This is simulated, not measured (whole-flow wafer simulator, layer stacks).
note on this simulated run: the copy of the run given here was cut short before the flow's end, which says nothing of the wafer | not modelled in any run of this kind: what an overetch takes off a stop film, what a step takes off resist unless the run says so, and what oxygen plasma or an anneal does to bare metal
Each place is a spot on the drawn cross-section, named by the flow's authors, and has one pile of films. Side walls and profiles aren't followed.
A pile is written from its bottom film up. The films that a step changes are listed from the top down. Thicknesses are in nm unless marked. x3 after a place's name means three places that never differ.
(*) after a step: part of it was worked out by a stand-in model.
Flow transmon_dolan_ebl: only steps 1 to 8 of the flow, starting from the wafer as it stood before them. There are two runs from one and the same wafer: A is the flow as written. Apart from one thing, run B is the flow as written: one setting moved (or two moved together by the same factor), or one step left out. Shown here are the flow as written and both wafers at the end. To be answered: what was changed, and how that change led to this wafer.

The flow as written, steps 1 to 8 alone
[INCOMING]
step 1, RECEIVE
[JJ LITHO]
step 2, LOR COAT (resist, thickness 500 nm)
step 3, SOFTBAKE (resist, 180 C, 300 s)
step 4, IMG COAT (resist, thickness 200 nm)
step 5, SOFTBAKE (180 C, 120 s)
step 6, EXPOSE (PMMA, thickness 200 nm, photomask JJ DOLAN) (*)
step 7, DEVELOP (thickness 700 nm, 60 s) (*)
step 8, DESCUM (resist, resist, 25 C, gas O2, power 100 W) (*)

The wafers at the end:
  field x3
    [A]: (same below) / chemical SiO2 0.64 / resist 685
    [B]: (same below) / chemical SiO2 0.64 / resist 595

The reason: step 4, IMG COAT: thickness 110 nm was run, while the flow as written has thickness 200 nm.

How this came from the change, step by step:
  step 4, IMG COAT (resist, thickness 200 nm)
      field x3, jj_line: A +200 resist | B +110 resist
  step 7, DEVELOP (thickness 700 nm, 60 s) (*)
      jj_line: A -700 resist (all of it) | B -610 resist (all of it)
